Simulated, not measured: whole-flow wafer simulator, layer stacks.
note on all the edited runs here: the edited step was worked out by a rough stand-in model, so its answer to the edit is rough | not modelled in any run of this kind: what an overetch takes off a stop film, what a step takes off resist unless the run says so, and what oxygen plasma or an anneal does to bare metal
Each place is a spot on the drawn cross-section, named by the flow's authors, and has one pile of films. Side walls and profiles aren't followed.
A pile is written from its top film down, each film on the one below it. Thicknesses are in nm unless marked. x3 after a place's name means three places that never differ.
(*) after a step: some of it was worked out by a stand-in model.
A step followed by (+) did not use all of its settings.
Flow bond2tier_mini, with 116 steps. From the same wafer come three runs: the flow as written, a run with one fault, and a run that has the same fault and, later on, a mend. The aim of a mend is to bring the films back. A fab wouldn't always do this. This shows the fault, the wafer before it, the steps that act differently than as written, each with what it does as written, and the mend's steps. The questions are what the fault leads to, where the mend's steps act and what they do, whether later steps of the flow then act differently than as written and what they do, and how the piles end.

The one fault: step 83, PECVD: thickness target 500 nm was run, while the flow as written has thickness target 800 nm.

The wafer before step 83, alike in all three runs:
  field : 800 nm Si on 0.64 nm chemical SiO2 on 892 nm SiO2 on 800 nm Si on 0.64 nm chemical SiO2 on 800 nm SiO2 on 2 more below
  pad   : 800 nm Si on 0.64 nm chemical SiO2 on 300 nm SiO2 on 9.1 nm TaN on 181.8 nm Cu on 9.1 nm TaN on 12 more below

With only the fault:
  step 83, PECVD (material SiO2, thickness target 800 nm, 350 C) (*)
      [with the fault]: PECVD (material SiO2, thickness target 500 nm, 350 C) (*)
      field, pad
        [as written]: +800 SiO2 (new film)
        [with the fault]: +500 SiO2 (new film)
  Steps further on in the flow that do not act as written:
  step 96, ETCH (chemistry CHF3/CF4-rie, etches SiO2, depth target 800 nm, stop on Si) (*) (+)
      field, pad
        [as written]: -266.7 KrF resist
        [with the fault]: -231.5 KrF resist
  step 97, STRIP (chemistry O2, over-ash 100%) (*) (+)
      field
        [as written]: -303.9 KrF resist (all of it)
        [with the fault]: -339.1 KrF resist (all of it)
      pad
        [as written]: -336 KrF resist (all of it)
        [with the fault]: -371.1 KrF resist (all of it)
  At field, pad, the piles at the end differ from the flow's by more than 2% or 0.5 nm, whichever is larger.
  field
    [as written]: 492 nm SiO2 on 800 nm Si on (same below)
    [with the fault]: 192 nm SiO2 on 800 nm Si on (same below)
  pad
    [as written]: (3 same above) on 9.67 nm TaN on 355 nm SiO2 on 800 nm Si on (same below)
    [with the fault]: (3 same above) on 9.67 nm TaN on 55 nm SiO2 on 800 nm Si on (same below)

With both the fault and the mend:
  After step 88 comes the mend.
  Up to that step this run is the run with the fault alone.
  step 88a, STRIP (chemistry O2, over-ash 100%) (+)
      field
        -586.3 KrF resist (all of it)
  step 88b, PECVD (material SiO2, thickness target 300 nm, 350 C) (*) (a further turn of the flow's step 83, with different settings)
      field, pad
        +300 SiO2
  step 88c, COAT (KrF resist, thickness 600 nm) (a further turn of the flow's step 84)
      field, pad
        +600 KrF resist (new film)
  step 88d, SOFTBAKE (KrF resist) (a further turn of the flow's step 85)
      leaves every film unchanged at each place that is followed
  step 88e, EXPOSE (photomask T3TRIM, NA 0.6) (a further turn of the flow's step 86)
      leaves every film unchanged at each place that is followed
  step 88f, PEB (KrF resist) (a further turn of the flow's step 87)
      leaves every film unchanged at each place that is followed
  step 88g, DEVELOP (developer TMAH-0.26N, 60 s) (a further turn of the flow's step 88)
      field
        -13.7 KrF resist
      pad
        -600 KrF resist (all of it)
  None of the later steps of the flow acts differently than as written at any place that is followed.
  The piles end the same as the flow's at every place that both follow.
